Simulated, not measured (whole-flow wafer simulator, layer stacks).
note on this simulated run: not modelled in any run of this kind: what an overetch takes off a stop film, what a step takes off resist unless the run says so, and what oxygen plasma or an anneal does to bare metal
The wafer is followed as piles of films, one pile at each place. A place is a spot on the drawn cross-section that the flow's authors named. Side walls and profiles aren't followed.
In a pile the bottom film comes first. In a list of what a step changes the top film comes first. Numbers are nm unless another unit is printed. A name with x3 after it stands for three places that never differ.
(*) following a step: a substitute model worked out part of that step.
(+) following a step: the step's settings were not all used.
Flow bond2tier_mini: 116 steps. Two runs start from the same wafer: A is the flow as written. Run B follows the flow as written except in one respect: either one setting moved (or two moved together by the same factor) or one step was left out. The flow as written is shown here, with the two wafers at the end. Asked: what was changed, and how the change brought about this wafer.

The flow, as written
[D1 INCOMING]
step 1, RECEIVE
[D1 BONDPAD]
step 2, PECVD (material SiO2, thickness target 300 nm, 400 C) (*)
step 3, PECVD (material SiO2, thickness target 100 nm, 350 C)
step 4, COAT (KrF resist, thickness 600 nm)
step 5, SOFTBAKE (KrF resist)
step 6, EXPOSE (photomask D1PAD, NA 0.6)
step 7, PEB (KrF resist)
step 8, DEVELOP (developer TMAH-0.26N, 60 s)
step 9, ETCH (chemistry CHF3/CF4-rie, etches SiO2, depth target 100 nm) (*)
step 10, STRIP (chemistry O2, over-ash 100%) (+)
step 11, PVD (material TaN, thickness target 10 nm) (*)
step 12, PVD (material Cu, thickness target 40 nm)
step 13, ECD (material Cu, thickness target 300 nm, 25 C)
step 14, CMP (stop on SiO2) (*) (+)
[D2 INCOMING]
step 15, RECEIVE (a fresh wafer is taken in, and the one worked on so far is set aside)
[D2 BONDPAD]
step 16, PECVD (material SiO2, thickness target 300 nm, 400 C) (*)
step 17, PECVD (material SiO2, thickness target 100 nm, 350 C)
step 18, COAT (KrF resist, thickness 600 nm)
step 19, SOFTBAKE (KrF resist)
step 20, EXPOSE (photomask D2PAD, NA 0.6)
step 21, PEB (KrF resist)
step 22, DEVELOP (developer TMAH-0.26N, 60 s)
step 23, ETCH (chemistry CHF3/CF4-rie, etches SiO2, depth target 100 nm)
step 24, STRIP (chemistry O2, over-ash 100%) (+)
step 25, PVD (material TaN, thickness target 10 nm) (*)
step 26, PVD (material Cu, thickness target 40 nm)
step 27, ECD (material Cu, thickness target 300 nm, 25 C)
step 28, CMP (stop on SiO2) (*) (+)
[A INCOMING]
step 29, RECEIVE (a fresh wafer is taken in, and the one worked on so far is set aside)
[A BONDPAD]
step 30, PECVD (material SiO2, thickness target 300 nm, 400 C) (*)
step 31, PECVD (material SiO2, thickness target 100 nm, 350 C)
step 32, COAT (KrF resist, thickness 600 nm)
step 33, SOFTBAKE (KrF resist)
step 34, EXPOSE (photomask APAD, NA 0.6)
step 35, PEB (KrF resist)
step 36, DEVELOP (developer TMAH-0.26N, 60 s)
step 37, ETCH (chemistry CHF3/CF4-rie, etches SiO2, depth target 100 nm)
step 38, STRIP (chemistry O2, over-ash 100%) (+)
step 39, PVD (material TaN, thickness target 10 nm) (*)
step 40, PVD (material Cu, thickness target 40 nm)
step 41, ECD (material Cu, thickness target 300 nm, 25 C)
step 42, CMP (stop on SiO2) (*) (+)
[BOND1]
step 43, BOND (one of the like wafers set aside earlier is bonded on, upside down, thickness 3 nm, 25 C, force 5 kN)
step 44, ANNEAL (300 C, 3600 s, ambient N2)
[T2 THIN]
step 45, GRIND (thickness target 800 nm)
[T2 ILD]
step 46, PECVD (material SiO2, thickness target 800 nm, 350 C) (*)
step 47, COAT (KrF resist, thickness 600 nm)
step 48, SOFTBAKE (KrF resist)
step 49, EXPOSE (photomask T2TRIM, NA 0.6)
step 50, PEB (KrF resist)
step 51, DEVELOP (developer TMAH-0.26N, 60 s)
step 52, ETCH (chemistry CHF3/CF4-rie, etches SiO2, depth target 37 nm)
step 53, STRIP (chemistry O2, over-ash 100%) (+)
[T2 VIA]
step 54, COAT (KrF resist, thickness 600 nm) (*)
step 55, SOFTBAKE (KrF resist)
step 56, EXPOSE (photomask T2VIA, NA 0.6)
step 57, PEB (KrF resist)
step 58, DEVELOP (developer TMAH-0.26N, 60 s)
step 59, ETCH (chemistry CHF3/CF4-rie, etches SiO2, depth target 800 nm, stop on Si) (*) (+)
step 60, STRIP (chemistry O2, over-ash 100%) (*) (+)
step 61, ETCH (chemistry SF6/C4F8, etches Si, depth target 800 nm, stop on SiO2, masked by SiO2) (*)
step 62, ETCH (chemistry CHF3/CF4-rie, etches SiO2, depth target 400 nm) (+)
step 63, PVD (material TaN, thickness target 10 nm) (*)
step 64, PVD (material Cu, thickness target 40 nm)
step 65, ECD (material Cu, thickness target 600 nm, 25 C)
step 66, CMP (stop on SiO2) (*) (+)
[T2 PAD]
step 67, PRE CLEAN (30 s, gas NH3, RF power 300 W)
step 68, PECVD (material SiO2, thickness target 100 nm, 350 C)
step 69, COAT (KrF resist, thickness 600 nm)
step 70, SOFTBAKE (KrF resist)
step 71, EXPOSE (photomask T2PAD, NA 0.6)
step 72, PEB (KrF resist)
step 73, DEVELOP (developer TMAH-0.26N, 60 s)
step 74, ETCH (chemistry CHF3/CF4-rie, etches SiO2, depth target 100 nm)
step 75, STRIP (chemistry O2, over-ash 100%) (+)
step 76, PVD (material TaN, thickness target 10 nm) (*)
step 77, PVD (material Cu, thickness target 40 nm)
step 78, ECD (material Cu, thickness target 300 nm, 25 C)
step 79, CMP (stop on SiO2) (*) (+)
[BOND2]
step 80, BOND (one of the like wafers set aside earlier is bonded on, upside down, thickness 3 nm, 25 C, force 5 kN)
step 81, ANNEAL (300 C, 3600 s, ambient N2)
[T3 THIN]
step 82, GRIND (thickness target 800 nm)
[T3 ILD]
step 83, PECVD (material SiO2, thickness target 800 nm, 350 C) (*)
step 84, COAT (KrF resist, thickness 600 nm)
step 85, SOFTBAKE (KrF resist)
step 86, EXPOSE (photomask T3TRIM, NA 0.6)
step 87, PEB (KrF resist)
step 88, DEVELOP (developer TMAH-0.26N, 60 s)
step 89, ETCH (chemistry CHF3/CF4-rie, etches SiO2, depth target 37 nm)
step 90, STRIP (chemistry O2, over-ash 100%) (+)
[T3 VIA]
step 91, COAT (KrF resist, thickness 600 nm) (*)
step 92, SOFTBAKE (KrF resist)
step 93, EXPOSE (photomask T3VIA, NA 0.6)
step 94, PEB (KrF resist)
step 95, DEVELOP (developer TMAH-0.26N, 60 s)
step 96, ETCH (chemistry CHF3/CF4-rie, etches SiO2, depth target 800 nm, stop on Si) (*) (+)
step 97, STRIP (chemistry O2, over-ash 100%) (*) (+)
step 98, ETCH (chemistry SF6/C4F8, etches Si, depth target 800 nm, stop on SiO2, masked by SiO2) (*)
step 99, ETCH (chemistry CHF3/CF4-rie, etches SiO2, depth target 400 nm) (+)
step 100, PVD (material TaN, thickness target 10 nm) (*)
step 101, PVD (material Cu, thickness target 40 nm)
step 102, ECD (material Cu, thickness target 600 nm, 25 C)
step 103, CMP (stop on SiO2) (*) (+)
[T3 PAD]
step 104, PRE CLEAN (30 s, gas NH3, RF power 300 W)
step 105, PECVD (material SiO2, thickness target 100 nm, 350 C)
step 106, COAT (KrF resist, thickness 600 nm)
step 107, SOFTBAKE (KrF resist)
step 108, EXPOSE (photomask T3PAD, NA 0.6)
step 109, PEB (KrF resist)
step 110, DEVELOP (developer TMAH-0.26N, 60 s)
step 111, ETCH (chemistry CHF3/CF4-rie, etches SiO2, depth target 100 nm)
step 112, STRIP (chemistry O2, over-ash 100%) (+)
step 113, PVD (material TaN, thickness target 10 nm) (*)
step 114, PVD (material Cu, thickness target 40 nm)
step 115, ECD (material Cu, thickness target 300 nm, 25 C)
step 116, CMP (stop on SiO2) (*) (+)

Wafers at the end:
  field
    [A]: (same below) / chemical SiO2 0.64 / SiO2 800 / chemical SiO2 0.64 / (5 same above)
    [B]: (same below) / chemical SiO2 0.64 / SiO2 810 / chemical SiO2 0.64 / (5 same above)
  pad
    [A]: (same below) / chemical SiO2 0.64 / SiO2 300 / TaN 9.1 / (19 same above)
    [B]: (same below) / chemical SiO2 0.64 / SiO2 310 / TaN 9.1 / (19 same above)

Cause: step 31, PECVD: thickness target 110 nm was run, while the flow as written has thickness target 100 nm.

The path from the change to this, step by step:
  step 31, PECVD (material SiO2, thickness target 100 nm, 350 C)
      field, pad, via: A SiO2 gains 100 | B SiO2 gains 110
